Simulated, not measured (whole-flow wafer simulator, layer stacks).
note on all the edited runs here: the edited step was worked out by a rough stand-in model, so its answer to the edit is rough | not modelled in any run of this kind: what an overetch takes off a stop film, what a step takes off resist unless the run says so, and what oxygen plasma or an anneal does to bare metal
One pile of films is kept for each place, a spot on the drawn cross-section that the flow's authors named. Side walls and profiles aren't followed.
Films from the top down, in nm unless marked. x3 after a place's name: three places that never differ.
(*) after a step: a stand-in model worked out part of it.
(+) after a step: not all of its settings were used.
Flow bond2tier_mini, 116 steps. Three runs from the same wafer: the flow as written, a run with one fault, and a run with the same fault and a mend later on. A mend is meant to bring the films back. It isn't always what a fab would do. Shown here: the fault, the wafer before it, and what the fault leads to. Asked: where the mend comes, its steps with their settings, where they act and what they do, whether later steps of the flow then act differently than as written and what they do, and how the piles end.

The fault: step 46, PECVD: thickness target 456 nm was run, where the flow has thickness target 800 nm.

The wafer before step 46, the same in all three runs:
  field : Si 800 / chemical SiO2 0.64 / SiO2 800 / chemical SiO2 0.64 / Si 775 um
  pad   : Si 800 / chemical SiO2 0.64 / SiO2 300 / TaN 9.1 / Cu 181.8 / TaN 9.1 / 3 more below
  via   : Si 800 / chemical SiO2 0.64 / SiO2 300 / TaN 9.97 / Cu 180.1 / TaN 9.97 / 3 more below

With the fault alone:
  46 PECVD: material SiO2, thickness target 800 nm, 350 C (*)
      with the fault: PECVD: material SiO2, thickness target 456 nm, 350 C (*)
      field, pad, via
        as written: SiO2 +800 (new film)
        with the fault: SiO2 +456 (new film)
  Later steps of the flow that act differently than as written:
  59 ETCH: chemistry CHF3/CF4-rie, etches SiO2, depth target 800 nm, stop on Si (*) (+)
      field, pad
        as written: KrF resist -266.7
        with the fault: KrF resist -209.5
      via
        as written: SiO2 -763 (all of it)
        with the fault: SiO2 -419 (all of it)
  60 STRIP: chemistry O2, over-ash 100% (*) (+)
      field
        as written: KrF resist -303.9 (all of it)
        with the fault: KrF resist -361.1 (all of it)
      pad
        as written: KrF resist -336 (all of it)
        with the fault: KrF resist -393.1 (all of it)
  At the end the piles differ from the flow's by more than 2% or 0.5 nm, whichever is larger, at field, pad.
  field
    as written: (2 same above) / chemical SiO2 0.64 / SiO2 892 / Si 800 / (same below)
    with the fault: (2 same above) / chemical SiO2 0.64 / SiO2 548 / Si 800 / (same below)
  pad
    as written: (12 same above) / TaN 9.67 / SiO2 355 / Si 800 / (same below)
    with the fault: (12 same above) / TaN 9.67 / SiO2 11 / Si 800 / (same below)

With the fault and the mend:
  The mend comes after step 51.
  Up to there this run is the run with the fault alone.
  51a STRIP: chemistry O2, over-ash 100% (+)
      field
        KrF resist -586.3 (all of it)
  51b PECVD: material SiO2, thickness target 344 nm, 350 C (*) (the flow's step 46 once more, with other settings)
      field, pad, via
        SiO2 +344
  51c COAT: KrF resist, thickness 600 nm (the flow's step 47 once more)
      field, pad, via
        KrF resist +600 (new film)
  51d SOFTBAKE: KrF resist (the flow's step 48 once more)
      changes no film at any place that is followed
  51e EXPOSE: photomask T2TRIM, NA 0.6 (the flow's step 49 once more)
      changes no film at any place that is followed
  51f PEB: KrF resist (the flow's step 50 once more)
      changes no film at any place that is followed
  51g DEVELOP: developer TMAH-0.26N, 60 s (the flow's step 51 once more)
      pad, via
        KrF resist -600 (all of it)
      field
        KrF resist -13.7
  No later step of the flow acts differently than as written at any place that is followed.
  At the end the piles are the same as the flow's at every place that both follow.
